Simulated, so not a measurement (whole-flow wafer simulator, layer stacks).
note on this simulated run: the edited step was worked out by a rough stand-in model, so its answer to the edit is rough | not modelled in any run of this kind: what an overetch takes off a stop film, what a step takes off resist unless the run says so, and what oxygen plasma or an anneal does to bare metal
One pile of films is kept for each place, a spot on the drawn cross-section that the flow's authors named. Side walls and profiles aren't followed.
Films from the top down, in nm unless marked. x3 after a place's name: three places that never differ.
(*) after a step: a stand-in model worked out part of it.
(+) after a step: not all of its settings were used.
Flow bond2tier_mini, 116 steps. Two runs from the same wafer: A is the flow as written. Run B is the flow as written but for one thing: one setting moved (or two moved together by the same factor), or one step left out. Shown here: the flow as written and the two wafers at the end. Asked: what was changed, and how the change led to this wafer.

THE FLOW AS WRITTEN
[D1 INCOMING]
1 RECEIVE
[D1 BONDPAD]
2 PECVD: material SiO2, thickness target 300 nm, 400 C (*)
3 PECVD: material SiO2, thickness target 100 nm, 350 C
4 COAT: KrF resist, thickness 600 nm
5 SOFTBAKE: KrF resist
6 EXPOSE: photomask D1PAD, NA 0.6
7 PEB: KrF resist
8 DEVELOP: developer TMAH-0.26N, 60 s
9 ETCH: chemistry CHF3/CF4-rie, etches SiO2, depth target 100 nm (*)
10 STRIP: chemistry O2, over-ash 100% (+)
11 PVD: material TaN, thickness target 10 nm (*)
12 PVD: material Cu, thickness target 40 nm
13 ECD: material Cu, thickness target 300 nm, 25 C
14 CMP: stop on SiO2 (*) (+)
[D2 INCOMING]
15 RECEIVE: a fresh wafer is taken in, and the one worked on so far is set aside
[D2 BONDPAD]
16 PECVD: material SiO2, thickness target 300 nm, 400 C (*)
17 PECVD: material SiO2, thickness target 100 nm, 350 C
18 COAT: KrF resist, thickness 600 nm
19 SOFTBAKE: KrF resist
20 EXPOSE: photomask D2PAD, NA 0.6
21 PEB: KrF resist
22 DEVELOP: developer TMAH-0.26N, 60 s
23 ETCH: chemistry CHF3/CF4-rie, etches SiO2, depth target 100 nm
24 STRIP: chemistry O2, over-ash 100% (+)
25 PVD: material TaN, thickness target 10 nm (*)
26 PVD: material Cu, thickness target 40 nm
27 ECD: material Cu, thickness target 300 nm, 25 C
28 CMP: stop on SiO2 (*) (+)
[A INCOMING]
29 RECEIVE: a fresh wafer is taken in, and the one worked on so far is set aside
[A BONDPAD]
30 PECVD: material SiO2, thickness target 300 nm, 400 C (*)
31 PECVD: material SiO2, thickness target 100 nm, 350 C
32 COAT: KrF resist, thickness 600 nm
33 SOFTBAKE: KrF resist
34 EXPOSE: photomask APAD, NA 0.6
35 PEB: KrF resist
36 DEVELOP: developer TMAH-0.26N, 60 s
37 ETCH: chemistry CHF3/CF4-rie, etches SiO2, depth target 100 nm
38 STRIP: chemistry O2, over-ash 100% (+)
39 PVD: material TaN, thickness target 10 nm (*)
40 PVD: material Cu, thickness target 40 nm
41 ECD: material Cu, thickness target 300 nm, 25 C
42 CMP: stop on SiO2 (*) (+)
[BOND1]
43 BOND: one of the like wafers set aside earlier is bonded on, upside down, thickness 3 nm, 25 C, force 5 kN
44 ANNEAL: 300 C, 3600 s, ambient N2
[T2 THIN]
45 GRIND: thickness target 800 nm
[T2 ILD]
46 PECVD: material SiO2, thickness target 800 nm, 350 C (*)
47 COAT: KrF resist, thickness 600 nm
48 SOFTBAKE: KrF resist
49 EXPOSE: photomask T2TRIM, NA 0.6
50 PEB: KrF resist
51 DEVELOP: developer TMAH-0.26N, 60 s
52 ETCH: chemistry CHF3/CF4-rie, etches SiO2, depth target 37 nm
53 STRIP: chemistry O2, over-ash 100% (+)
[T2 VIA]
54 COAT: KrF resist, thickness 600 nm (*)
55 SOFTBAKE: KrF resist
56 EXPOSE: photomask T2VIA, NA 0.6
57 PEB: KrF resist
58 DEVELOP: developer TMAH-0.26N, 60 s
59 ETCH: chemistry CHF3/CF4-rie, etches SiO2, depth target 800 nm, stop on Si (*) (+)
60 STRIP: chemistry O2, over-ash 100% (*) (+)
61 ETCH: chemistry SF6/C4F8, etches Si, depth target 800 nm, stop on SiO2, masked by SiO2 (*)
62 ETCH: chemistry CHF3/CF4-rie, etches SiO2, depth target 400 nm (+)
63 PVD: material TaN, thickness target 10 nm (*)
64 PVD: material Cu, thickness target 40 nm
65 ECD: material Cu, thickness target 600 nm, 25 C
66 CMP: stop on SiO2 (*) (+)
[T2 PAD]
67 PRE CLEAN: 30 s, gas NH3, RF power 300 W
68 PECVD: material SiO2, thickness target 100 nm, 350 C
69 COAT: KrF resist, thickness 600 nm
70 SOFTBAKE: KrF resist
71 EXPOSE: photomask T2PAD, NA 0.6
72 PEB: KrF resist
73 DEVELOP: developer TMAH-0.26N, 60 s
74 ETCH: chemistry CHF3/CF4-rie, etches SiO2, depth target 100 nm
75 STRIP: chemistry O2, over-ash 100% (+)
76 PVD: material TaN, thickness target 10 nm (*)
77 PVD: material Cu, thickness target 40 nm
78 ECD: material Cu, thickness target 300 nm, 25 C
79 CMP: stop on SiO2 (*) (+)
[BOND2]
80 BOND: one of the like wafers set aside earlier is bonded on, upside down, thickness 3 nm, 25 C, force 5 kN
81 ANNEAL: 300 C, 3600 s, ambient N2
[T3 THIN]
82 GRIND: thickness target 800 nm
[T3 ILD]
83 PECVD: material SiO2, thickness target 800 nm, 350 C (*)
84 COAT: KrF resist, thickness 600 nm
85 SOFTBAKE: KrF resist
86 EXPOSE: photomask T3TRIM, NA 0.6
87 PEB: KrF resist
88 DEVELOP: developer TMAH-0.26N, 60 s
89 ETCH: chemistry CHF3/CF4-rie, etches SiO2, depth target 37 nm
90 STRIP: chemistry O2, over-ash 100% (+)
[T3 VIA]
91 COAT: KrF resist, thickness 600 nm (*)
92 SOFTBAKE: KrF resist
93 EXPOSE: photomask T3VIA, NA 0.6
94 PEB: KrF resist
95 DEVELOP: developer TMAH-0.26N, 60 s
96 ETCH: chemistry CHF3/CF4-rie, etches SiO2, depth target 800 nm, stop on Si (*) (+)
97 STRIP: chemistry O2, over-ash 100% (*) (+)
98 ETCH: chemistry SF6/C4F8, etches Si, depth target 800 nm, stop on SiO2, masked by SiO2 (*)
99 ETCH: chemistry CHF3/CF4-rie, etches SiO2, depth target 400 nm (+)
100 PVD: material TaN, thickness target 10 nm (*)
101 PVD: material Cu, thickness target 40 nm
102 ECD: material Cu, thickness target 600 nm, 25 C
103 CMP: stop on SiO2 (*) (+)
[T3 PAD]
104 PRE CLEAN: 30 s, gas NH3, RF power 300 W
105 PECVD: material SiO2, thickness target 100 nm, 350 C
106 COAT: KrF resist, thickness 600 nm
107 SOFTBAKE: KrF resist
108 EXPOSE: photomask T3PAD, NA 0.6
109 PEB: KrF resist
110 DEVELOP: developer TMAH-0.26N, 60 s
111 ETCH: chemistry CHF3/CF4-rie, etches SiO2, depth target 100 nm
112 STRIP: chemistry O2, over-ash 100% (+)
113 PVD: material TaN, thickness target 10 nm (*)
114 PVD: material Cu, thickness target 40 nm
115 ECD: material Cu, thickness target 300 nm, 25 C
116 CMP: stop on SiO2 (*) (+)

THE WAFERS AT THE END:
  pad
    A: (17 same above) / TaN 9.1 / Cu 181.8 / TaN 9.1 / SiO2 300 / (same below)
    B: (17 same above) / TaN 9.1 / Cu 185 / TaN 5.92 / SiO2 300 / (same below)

The cause: step 39, PVD: thickness target 6.5 nm was run, where the flow has thickness target 10 nm.

How the change led to this, step by step:
  39 PVD: material TaN, thickness target 10 nm (*)
      field: A TaN +10 (new film) | B TaN +6.5 (new film)
      pad: A TaN +9.1 (new film) | B TaN +5.92 (new film)
      (and at 1 more place)
  42 CMP: stop on SiO2 (*) (+)
      field: A Cu -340 (all of it), TaN -10 (all of it) | B Cu -340 (all of it), TaN -6.5 (all of it)
